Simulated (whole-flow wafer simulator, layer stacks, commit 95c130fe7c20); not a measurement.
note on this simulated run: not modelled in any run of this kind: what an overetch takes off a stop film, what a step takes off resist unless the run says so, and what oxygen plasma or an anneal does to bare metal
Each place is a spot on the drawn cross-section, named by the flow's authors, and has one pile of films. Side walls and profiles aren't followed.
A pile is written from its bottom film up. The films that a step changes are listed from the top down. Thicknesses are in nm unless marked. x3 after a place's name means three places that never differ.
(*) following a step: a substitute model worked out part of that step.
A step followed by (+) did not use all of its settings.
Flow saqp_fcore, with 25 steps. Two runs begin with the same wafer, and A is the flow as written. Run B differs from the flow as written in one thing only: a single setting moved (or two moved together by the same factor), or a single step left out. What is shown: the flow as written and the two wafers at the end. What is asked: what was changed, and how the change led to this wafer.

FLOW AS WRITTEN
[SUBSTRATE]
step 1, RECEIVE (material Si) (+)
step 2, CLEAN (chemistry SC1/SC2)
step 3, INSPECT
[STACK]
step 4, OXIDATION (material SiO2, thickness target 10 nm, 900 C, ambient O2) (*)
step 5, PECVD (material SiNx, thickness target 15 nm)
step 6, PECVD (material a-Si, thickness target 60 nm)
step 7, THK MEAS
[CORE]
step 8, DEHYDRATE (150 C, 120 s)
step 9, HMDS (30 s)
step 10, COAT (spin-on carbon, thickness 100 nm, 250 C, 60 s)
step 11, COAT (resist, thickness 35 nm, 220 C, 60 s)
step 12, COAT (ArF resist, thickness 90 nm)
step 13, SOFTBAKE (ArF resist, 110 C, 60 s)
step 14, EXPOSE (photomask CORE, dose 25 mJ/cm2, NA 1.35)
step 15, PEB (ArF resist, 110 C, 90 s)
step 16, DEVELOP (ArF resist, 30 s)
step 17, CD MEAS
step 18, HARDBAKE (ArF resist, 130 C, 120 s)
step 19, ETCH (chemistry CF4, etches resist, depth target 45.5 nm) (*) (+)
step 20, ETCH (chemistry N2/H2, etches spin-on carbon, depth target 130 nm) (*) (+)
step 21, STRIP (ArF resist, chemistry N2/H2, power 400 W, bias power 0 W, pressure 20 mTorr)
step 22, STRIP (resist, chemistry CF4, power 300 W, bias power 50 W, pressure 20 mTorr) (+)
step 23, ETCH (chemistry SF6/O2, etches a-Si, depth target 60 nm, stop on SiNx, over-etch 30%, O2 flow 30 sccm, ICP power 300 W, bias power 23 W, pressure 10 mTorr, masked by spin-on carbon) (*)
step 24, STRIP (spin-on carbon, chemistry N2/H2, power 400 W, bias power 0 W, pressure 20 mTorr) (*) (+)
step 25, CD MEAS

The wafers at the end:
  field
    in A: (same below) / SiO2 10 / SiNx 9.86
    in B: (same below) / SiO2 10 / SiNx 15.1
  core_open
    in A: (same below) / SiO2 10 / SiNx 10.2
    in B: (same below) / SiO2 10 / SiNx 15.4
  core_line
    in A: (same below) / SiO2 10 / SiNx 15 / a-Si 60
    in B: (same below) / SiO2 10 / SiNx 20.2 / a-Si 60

What caused this: step 5, PECVD: thickness target 20.2 nm was run, though the flow has thickness target 15 nm.
One can read it off the wafer: core_line has SiNx 20.2, and step 5 as written asks for 15 nm.

How this came from the change, step by step:
  step 5, PECVD (material SiNx, thickness target 15 nm)
      field, core_open, core_line: A +15 SiNx (new film) | B +20.2 SiNx (new film)
